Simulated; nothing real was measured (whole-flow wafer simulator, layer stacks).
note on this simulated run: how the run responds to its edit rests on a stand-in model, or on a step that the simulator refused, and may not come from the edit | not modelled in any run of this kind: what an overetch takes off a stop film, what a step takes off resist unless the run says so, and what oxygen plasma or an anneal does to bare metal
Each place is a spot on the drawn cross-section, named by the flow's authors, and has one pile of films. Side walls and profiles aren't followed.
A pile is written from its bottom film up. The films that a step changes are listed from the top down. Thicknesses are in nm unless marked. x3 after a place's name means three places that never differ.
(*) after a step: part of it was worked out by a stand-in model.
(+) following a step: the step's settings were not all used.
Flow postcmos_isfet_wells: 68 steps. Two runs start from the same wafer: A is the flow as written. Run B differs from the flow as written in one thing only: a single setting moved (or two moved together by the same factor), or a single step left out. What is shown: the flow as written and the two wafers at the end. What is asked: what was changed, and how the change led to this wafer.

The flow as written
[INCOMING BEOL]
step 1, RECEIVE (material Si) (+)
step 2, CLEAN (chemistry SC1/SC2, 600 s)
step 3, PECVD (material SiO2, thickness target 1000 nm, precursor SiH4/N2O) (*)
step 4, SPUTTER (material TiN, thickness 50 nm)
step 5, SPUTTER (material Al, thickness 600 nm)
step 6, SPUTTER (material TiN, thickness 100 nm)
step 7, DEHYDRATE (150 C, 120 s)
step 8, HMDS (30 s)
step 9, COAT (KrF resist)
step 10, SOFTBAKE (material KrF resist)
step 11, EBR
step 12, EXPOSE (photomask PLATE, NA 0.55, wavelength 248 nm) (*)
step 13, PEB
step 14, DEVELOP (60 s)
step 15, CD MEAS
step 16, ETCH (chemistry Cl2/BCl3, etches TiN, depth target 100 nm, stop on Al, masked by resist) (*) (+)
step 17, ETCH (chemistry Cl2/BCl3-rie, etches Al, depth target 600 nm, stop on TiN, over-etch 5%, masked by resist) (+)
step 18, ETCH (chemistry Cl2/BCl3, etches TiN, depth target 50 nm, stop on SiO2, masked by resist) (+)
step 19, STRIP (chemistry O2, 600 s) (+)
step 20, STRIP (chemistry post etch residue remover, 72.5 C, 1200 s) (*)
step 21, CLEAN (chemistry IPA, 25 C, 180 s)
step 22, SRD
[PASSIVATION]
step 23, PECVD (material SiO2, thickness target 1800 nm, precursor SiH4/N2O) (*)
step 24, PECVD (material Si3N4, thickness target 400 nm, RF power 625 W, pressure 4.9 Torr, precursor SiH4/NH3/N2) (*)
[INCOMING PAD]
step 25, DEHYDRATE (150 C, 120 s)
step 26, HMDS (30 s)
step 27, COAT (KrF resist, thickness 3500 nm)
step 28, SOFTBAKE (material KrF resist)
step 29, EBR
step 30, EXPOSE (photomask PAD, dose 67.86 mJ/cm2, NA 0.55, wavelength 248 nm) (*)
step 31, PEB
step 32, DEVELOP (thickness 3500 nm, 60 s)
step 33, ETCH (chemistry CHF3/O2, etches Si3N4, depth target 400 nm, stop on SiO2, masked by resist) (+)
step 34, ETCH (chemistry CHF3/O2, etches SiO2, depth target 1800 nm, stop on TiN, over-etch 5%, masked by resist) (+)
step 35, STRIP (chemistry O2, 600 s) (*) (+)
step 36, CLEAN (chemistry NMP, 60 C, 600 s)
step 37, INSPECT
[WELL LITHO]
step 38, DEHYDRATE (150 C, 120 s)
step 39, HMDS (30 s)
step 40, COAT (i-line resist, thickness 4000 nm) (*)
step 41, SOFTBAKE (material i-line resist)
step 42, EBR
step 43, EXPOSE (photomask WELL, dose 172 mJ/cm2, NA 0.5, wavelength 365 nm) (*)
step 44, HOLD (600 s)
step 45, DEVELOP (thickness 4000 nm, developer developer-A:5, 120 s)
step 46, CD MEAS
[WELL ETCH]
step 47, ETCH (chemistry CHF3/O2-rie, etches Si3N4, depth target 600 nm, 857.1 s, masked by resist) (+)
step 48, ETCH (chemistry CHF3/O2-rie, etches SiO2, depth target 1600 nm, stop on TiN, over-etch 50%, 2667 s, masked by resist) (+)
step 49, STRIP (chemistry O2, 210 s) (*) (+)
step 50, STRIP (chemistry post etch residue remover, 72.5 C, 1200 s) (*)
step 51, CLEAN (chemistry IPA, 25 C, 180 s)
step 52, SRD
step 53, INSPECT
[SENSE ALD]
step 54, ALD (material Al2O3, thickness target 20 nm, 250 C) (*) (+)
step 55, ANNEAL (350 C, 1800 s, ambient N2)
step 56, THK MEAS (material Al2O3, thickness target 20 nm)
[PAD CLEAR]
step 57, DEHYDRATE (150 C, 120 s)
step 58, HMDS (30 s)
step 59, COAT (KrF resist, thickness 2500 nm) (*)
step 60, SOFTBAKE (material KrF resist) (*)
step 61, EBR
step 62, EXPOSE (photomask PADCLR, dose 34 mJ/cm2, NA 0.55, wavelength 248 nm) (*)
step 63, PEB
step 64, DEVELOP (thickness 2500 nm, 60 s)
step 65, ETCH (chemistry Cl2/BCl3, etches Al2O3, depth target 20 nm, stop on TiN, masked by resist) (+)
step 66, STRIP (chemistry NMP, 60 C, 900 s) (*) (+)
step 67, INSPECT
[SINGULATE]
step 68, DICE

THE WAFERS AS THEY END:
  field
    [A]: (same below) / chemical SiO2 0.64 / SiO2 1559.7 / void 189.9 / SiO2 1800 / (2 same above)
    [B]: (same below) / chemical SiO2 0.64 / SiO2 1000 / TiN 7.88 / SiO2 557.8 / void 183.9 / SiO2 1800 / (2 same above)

The reason: step 18, ETCH: depth target 41.7 nm was run, while the flow as written has depth target 50 nm.

How this came from the change, step by step:
  step 18, ETCH (chemistry Cl2/BCl3, etches TiN, depth target 50 nm, stop on SiO2, masked by resist) (+)
      field: A TiN loses 50 (all of it) | B TiN loses 41.7
      margin, well900, well1300, well2000, well3000, pad_rim, pad_clr, pad_open: A KrF resist loses 20 | B KrF resist loses 16.7
  step 23, PECVD (material SiO2, thickness target 1800 nm, precursor SiH4/N2O) (*)
      field: A SiO2 gains 1800 (new film), void gains 189.9 (new film), SiO2 gains 559.7 | B SiO2 gains 1800 (new film), void gains 183.9 (new film), SiO2 gains 557.8 (new film)
If metal films that touch count as one body, field has 1 body; the flow as written gives 0 bodies.
